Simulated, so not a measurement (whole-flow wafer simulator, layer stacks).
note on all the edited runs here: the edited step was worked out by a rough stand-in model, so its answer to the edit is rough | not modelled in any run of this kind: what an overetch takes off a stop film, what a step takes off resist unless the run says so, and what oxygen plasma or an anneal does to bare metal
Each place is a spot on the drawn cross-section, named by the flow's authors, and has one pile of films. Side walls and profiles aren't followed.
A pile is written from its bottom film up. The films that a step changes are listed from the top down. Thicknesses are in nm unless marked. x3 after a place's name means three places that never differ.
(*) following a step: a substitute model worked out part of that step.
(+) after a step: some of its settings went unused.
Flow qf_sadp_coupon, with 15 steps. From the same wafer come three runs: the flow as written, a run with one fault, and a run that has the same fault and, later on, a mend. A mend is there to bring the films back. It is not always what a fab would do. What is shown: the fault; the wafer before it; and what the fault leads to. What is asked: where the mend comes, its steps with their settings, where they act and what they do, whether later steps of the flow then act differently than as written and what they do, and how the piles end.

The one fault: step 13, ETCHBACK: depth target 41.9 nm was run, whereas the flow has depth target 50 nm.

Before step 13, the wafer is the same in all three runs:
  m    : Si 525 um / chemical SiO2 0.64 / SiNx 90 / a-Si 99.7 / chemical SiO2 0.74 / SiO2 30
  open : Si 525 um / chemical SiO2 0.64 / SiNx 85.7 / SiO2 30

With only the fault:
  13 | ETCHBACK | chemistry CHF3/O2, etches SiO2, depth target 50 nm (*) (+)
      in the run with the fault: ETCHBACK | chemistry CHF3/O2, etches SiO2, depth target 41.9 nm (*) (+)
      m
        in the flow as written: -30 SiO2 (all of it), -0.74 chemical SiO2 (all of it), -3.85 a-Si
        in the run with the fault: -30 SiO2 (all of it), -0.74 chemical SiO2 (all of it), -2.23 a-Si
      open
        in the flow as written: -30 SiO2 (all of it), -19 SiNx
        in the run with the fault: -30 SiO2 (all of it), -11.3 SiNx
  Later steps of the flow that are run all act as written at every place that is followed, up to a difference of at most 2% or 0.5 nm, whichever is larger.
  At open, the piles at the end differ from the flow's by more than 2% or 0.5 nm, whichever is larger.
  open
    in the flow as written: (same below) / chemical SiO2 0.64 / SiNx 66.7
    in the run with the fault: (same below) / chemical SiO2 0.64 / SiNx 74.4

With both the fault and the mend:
  The mend stands after step 13.
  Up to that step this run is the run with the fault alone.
  13a | ETCHBACK | chemistry CHF3/O2, etches SiO2, depth target 8.1 nm (*) (+) (a further turn of the flow's step 13, with different settings)
      m
        -1.62 a-Si
      open
        -7.71 SiNx
  Later steps of the flow that are run all act as written at every place that is followed.
  At every place that both follow, the piles at the end match the flow's.
